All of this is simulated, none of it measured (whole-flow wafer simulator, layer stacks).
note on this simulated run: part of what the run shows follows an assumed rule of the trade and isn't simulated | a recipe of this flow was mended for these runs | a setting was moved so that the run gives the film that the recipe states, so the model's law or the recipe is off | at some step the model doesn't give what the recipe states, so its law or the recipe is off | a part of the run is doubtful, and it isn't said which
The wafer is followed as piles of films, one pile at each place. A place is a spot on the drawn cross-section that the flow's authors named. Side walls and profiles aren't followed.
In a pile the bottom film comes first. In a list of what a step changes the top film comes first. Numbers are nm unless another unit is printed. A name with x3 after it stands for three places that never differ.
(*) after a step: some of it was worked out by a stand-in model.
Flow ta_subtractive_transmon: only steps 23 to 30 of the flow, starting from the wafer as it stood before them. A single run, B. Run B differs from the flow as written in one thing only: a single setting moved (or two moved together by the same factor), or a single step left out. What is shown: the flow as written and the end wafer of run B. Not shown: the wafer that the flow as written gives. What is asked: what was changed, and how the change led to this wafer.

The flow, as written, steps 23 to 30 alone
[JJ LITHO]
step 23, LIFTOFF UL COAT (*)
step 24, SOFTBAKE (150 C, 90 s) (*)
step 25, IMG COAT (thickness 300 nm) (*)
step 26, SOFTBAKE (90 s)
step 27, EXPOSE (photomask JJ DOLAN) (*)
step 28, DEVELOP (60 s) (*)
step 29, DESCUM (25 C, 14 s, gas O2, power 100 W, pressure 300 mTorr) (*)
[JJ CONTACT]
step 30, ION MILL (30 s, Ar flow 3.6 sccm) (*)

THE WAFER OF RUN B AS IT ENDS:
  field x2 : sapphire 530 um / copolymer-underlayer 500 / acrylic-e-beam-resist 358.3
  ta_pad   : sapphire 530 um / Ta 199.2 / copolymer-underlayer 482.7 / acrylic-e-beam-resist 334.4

What caused this: step 25, IMG COAT: thickness 390 nm was run, while the flow as written has thickness 300 nm.

The path from the change to this, step by step:
  step 25, IMG COAT (thickness 300 nm) (*)
      field x2, jj_line: acrylic-e-beam-resist gains 390 (new film) (as written it would have been: acrylic-e-beam-resist gains 300 (new film))
      lead: acrylic-e-beam-resist gains 405.3 (new film) (as written it would have been: acrylic-e-beam-resist gains 312.5 (new film))
      (as well as at 2 more places)
  step 28, DEVELOP (60 s) (*)
      jj_line: acrylic-e-beam-resist loses 390 (all of it), copolymer-underlayer loses 500 (all of it) (as written it would have been: acrylic-e-beam-resist loses 300 (all of it), copolymer-underlayer loses 500 (all of it))
      lead: acrylic-e-beam-resist loses 405.3 (all of it), copolymer-underlayer loses 554.7 (all of it) (as written it would have been: acrylic-e-beam-resist loses 312.5 (all of it), copolymer-underlayer loses 554.7 (all of it))
      (as well as at 1 more place)
